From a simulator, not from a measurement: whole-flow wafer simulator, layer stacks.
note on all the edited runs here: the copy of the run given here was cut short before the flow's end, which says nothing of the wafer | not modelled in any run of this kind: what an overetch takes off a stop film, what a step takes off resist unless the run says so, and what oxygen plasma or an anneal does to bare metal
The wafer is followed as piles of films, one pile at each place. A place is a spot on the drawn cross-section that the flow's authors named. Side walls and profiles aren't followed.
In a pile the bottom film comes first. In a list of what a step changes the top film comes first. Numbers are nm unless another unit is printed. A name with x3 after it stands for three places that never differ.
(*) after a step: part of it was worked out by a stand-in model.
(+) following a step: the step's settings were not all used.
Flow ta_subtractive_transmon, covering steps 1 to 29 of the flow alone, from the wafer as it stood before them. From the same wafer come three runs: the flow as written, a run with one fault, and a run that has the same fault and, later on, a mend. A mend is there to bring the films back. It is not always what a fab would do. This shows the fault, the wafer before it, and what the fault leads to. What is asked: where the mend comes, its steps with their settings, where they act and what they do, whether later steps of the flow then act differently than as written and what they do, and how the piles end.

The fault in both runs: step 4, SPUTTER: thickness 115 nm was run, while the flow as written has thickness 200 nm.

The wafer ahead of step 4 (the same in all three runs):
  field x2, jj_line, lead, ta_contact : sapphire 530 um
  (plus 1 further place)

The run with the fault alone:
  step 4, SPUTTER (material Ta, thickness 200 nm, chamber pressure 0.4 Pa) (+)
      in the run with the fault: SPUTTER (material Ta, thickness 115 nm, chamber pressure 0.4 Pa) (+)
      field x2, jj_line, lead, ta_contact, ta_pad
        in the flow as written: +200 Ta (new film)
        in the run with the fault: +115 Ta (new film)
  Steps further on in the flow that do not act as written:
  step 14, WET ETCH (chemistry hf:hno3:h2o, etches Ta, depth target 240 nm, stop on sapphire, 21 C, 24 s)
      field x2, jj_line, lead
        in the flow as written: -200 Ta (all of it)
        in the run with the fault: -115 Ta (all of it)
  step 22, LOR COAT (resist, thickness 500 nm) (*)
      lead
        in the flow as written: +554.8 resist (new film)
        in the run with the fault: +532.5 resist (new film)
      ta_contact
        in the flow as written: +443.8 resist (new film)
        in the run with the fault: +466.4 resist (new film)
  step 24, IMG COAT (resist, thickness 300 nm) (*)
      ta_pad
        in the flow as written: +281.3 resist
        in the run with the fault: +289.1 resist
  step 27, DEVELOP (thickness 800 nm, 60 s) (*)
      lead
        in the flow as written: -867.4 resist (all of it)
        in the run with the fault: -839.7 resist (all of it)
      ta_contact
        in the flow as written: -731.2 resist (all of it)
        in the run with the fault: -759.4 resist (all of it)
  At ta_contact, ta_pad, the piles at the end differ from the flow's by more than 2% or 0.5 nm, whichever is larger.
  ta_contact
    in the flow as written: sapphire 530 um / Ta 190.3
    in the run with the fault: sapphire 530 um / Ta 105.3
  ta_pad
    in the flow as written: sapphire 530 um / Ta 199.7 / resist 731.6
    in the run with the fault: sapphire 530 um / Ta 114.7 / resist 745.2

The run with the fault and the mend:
  After step 5 comes the mend.
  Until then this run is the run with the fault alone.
  step 5a, SPUTTER (material Ta, thickness 85 nm, chamber pressure 0.4 Pa) (+) (the flow's step 4, run once more with other settings)
      field x2, jj_line, lead, ta_contact, ta_pad
        +85 Ta
  None of the later steps of the flow acts differently than as written at any place that is followed.
  The piles end the same as the flow's at every place that both follow.
